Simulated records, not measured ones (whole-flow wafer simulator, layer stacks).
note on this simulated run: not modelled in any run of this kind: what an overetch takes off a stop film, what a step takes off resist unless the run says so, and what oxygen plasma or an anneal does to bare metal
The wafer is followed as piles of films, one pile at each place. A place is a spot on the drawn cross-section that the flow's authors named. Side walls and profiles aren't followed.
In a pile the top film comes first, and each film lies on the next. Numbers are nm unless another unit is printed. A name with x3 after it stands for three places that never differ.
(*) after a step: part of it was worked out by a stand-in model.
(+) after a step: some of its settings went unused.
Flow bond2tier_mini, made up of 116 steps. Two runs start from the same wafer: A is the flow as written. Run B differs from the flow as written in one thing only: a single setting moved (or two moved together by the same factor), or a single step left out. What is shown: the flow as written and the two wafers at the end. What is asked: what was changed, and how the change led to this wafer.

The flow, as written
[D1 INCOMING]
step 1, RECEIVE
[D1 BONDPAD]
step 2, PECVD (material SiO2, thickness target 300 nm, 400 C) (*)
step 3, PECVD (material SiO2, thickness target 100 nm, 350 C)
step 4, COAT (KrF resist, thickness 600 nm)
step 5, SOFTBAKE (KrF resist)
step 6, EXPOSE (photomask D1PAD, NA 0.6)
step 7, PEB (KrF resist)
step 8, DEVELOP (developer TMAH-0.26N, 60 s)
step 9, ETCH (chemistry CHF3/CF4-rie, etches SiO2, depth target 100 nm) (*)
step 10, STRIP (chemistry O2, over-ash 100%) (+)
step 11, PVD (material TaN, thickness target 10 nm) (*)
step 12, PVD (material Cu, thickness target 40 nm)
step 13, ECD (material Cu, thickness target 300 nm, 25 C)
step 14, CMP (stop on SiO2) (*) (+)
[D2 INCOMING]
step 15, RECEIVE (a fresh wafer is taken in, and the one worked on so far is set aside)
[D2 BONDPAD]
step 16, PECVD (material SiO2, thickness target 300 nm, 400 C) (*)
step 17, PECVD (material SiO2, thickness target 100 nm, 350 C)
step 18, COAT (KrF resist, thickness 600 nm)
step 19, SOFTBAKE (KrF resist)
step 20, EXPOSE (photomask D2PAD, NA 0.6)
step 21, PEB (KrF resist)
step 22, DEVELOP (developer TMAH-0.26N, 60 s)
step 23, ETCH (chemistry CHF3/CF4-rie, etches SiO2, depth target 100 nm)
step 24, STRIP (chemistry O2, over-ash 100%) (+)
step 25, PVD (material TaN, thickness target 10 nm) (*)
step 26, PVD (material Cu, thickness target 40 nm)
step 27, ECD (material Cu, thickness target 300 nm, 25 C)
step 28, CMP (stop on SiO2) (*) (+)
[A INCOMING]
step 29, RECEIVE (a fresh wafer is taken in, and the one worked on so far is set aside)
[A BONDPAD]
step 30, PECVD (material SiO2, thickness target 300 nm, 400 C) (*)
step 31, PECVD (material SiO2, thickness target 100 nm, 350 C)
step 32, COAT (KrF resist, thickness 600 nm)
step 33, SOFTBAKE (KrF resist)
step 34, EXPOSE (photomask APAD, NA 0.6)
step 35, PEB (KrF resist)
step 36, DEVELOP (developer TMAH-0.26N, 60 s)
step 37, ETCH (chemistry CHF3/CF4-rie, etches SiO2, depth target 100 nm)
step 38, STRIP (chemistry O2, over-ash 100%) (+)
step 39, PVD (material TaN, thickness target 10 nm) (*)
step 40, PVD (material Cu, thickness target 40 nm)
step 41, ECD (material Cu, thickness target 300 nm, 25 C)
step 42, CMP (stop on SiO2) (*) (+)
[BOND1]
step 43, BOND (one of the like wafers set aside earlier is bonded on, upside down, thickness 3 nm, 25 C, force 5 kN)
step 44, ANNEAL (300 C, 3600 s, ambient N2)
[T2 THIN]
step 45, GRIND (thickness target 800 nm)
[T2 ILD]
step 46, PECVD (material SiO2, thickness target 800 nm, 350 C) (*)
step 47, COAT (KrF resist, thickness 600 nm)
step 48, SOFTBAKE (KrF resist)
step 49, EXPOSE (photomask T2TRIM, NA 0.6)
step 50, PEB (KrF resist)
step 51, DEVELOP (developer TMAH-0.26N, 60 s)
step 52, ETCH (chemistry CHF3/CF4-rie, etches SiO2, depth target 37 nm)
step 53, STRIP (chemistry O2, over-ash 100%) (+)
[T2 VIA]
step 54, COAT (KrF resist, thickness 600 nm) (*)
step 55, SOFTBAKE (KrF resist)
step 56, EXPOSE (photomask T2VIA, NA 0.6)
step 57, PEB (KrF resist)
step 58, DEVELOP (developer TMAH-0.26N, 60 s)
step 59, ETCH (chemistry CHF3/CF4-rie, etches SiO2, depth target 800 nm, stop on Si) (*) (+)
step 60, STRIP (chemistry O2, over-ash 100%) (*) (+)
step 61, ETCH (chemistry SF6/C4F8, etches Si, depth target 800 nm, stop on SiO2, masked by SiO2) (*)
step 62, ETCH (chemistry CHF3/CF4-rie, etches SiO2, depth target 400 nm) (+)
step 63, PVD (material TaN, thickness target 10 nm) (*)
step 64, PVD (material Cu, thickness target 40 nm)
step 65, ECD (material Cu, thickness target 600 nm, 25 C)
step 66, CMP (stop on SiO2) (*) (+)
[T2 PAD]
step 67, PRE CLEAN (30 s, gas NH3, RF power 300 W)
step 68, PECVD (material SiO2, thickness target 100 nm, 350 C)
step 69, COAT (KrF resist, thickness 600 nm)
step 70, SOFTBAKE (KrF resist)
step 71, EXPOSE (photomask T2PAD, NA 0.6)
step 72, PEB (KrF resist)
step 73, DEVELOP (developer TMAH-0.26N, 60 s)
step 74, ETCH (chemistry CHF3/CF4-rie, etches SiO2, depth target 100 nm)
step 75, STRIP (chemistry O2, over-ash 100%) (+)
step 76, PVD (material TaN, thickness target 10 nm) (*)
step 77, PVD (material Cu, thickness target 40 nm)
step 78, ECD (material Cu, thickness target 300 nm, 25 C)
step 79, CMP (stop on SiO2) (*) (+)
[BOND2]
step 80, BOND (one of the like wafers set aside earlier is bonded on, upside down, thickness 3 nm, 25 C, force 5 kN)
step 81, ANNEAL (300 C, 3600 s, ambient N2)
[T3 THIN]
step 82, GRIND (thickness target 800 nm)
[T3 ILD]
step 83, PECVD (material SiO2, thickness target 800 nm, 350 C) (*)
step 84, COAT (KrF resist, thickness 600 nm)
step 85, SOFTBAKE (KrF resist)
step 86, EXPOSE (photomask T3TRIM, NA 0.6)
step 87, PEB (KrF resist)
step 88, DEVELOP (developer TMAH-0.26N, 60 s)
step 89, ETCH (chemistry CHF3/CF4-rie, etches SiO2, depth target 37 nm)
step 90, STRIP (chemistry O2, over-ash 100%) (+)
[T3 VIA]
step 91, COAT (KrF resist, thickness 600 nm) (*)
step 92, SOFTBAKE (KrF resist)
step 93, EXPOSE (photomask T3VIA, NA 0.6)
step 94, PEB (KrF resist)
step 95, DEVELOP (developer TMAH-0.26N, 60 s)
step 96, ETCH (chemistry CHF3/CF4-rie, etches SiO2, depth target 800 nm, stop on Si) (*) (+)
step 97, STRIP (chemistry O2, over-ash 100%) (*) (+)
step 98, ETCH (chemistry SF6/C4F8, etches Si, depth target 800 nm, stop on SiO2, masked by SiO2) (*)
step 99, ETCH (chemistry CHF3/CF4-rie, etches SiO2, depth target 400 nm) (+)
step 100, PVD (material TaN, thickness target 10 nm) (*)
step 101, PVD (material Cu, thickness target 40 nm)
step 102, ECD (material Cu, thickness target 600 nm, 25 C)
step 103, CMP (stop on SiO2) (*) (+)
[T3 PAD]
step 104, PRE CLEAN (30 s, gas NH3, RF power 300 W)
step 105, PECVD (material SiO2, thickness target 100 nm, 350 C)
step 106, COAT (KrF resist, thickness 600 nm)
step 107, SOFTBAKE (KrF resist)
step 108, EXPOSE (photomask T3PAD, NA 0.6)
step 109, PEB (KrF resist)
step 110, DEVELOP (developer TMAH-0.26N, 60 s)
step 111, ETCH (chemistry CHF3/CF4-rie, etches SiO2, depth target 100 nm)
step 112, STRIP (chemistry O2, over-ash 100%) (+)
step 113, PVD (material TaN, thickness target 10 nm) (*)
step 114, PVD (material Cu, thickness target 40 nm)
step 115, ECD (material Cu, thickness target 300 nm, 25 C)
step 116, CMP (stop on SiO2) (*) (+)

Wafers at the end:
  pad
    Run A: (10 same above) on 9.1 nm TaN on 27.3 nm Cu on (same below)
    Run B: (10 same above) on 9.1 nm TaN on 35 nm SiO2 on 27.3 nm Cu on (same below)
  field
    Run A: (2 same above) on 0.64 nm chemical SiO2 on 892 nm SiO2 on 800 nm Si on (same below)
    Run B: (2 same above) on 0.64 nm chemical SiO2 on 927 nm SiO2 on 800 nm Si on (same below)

Cause: step 68, PECVD: thickness target 135 nm was run, while the flow as written has thickness target 100 nm.

The path from the change to this, step by step:
  step 68, PECVD (material SiO2, thickness target 100 nm, 350 C)
      field: A SiO2 gains 100 | B SiO2 gains 135
      pad: A SiO2 gains 100 (new film) | B SiO2 gains 135 (new film)
  step 74, ETCH (chemistry CHF3/CF4-rie, etches SiO2, depth target 100 nm)
      pad: A SiO2 loses 100 (all of it) | B SiO2 loses 100
Taking metal films that touch as one body, pad has 4 bodies (between them, from the top down: SiO2 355 / Si 800 / chemical SiO2 0.64 / SiO2 300; SiO2 35; SiO2 355 / Si 800 / chemical SiO2 0.64 / SiO2 300); the flow as written gives 3 bodies (between them, from the top down: SiO2 355 / Si 800 / chemical SiO2 0.64 / SiO2 300; SiO2 355 / Si 800 / chemical SiO2 0.64 / SiO2 300).
